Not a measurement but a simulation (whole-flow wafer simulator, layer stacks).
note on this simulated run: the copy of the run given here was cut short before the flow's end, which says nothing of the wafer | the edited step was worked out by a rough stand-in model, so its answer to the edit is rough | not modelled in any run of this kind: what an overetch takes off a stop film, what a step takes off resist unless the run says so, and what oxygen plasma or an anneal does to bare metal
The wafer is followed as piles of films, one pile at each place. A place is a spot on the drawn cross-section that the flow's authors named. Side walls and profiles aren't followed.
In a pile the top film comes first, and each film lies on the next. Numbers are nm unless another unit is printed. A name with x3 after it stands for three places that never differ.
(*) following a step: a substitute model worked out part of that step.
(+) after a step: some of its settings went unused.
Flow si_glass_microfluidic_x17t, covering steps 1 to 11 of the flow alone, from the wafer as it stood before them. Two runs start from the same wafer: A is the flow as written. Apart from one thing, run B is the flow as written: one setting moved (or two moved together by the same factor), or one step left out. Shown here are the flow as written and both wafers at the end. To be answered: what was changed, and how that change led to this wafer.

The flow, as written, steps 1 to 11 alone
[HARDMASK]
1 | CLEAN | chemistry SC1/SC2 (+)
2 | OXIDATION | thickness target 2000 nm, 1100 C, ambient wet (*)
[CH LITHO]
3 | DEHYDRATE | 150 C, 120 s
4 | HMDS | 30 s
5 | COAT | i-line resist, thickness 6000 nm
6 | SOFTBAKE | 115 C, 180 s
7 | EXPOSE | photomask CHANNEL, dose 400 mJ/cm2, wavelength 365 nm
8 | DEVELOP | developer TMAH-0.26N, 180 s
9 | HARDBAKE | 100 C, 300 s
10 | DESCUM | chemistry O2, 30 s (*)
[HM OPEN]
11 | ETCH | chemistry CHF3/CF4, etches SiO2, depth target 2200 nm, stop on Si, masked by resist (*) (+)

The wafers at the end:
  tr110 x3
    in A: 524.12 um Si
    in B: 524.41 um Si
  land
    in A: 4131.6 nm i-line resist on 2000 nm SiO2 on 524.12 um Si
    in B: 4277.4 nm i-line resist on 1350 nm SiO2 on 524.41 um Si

The reason: step 2, OXIDATION: thickness target 1350 nm was run, while the flow as written has thickness target 2000 nm.
One can read it off the wafer: land has SiO2 1350, and step 2 as written asks for 2000 nm.

The path from the change to this, step by step:
  2 | OXIDATION | thickness target 2000 nm, 1100 C, ambient wet (*)
      land, tr110 x3: A +2000 SiO2 (new film), -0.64 chemical SiO2 (all of it), -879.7 Si | B +1350 SiO2 (new film), -0.64 chemical SiO2 (all of it), -593.7 Si
  11 | ETCH | chemistry CHF3/CF4, etches SiO2, depth target 2200 nm, stop on Si, masked by resist (*) (+)
      tr110 x3: A -2000 SiO2 (all of it) | B -1350 SiO2 (all of it)
      land: A -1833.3 i-line resist | B -1687.5 i-line resist
